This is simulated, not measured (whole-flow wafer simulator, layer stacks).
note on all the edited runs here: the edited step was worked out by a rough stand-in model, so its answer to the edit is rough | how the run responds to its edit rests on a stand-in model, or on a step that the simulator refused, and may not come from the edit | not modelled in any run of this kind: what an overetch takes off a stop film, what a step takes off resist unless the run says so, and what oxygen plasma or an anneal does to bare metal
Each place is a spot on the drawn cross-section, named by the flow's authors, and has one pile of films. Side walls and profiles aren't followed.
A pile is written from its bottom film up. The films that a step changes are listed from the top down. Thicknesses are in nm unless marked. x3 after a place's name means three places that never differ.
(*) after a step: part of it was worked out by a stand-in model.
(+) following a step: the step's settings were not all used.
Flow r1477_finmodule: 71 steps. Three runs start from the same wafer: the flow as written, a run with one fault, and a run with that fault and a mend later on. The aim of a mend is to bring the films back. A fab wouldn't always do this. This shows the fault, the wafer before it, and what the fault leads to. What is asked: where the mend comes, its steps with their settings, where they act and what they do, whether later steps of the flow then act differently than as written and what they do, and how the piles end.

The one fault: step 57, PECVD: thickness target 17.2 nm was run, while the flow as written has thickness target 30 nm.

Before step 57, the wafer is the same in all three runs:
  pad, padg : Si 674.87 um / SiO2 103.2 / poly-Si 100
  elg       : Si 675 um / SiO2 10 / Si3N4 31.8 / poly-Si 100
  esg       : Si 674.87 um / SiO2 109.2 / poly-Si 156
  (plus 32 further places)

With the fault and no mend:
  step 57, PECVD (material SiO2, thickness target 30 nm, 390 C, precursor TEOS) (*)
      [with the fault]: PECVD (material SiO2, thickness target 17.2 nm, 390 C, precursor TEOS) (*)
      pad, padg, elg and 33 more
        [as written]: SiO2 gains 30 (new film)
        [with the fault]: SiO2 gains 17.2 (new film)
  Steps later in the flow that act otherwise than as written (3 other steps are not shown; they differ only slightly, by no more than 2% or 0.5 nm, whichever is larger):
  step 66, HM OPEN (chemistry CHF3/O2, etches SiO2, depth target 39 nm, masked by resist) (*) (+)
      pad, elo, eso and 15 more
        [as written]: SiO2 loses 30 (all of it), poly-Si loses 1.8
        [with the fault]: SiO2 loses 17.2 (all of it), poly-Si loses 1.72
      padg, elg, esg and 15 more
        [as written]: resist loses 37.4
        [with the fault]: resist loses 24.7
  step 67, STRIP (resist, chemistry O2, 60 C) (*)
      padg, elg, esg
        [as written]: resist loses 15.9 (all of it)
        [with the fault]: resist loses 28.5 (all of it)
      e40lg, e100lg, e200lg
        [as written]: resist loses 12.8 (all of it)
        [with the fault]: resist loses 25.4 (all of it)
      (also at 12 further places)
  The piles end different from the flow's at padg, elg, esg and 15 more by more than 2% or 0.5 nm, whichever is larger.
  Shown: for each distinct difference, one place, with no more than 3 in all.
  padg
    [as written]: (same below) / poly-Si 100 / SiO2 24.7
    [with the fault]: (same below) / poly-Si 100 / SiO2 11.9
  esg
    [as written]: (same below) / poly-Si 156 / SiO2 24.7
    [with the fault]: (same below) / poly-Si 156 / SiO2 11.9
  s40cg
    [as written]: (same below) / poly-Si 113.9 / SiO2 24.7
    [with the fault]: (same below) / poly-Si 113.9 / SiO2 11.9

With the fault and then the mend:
  The mend follows step 64.
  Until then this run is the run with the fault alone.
  step 64a, STRIP (resist, chemistry O2, 60 C)
      padg, elg, esg
        resist loses 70 (all of it)
      e40lg, e100lg, e200lg
        resist loses 66.9 (all of it)
      s40sg, s45sg
        resist loses 91 (all of it)
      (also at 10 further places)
  step 64b, PECVD (material SiO2, thickness target 12.8 nm, 390 C, precursor TEOS) (*) (the flow's step 57 again, with other settings)
      pad, padg, elg and 33 more
        SiO2 gains 12.8
  step 64c, COAT (resist, thickness 70 nm) (*) (the flow's step 60 again)
      e40lg, e100lg, e200lg, elo, e40lo, e100lo, e200lo
        resist gains 66.9 (new film)
      pad, padg, elg, esg
        resist gains 70 (new film)
      s40sg, s45sg, s40so, s45so
        resist gains 91 (new film)
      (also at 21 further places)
  step 64d, SOFTBAKE (180 C, 180 s) (*) (the flow's step 61 again)
      does not change any film at any place that is followed
  step 64e, EXPOSE (resist, photomask GATE) (the flow's step 62 again)
      does not change any film at any place that is followed
  step 64f, DEVELOP (*) (the flow's step 63 again)
      elo, e40lo, e100lo, e200lo
        resist loses 66.9 (all of it)
      eso, e40so
        resist loses 129.5 (all of it)
      s40so, s45so
        resist loses 91 (all of it)
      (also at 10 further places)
  Later steps of the flow that are run all act as written at every place that is followed.
  By the end, the piles equal the flow's at every place that both follow.
